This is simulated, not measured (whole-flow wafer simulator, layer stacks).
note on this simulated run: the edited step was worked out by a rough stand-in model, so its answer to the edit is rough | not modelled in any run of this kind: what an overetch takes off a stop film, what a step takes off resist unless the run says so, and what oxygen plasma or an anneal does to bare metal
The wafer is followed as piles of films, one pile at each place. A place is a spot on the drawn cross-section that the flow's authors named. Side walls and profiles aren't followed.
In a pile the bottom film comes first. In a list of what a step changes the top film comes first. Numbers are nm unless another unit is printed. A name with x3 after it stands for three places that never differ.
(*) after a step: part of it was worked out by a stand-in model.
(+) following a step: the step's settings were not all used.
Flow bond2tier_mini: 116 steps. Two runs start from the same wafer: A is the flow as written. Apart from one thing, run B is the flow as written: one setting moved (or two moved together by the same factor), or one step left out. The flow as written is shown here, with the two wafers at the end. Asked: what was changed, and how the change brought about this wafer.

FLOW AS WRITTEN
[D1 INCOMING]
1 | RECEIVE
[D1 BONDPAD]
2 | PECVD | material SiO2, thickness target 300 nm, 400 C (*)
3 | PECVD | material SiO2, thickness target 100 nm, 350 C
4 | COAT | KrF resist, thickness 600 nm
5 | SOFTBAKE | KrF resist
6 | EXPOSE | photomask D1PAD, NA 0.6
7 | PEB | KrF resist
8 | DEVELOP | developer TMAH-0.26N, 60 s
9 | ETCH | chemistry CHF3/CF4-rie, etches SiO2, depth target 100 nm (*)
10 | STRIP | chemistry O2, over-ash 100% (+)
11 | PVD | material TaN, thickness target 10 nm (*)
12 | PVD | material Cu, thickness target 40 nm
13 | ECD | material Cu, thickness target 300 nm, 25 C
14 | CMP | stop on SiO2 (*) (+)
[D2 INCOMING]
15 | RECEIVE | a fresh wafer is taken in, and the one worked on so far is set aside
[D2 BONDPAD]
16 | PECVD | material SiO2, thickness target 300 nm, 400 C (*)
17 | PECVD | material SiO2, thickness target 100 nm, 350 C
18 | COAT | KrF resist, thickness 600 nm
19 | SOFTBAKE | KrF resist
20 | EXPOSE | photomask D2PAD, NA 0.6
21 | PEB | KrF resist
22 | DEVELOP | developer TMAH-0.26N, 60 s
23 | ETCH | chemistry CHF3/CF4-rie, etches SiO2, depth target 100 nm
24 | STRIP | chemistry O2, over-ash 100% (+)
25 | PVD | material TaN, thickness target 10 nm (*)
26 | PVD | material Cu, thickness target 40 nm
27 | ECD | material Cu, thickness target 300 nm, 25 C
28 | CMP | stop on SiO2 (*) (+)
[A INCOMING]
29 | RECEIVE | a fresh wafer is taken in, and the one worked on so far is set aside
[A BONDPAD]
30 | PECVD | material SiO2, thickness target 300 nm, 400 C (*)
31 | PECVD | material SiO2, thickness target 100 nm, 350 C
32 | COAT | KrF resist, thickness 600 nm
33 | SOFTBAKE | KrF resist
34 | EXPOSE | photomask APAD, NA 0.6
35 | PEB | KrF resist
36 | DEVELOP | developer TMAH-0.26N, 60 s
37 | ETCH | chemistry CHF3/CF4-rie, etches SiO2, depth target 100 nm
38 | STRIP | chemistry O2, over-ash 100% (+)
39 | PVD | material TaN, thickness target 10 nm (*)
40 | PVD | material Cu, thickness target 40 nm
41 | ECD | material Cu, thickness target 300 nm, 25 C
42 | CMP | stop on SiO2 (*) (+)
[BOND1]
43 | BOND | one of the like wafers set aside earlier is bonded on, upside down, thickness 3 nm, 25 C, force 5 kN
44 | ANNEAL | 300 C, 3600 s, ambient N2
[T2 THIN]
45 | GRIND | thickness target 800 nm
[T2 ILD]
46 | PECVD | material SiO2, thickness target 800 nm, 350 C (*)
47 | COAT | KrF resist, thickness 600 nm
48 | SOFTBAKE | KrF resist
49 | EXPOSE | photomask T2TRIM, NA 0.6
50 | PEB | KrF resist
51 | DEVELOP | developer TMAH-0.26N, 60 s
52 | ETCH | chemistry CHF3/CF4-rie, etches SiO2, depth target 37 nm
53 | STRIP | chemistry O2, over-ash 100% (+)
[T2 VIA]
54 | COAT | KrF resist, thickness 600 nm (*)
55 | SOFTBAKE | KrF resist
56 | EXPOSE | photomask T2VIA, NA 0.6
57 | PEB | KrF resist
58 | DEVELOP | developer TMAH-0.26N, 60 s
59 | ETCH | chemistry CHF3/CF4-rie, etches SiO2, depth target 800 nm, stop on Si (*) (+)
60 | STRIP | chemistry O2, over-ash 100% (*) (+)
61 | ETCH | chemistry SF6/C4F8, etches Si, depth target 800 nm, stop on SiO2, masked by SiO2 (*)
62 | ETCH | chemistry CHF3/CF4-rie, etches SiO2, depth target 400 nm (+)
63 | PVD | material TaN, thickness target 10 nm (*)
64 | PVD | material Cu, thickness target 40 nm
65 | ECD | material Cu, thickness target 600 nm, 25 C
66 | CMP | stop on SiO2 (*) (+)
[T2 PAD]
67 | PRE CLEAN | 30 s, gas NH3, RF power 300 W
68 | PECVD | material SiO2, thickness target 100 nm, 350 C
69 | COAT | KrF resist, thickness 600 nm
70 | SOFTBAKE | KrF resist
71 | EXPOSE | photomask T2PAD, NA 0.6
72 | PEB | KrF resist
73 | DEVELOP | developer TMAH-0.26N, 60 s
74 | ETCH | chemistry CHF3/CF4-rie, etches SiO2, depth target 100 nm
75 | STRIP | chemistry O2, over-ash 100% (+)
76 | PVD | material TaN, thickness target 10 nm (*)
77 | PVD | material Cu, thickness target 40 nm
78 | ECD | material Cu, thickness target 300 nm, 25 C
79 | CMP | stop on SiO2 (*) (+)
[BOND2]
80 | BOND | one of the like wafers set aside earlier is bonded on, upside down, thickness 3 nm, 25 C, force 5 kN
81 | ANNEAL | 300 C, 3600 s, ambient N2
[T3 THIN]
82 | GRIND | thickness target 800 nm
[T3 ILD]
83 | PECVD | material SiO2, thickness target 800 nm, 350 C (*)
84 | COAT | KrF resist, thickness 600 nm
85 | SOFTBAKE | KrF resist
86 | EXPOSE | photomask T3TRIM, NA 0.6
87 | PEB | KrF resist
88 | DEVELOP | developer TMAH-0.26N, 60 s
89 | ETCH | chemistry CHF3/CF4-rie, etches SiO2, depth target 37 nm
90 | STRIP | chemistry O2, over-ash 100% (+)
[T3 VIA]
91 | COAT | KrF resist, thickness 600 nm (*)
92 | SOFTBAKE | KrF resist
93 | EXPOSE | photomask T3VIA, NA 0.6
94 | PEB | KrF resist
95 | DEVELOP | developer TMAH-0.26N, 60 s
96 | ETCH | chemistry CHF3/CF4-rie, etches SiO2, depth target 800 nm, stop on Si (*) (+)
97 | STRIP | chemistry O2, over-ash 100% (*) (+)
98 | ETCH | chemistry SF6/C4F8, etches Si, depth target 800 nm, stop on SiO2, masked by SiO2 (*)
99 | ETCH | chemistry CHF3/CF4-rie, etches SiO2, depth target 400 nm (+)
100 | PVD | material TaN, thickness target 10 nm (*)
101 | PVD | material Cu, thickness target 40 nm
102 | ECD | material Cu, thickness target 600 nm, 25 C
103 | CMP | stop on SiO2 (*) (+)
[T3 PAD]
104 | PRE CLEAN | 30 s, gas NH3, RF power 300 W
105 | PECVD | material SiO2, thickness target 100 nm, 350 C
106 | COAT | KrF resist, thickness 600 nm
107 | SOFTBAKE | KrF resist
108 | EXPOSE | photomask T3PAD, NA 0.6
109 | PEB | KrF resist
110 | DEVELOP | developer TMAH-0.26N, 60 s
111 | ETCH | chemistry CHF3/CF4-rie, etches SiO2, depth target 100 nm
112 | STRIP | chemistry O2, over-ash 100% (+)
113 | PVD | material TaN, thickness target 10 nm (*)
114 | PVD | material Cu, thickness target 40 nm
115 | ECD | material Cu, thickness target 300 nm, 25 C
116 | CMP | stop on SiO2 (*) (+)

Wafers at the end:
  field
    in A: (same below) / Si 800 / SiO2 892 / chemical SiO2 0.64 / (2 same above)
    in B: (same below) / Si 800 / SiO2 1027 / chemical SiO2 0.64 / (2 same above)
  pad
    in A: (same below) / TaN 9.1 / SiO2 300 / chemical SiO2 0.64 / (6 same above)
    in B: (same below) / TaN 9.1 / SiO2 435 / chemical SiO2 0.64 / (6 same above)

The reason: step 16, PECVD: thickness target 435 nm was run, whereas the flow has thickness target 300 nm.
One can read it off the wafer: pad has SiO2 435, and step 16 as written asks for 300 nm.

The path from the change to this, step by step:
  16 | PECVD | material SiO2, thickness target 300 nm, 400 C (*)
      field, pad, via: A +300 SiO2 (new film) | B +435 SiO2 (new film)
  80 | BOND | one of the like wafers set aside earlier is bonded on, upside down, thickness 3 nm, 25 C, force 5 kN
      field: A +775 um Si (new film), +0.64 chemical SiO2 (new film), +400 SiO2 | B +775 um Si (new film), +0.64 chemical SiO2 (new film), +535 SiO2
      pad: A +775 um Si (new film), +0.64 chemical SiO2 (new film), +300 SiO2 (new film), +9.1 TaN (new film), +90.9 Cu | B +775 um Si (new film), +0.64 chemical SiO2 (new film), +435 SiO2 (new film), +9.1 TaN (new film), +90.9 Cu
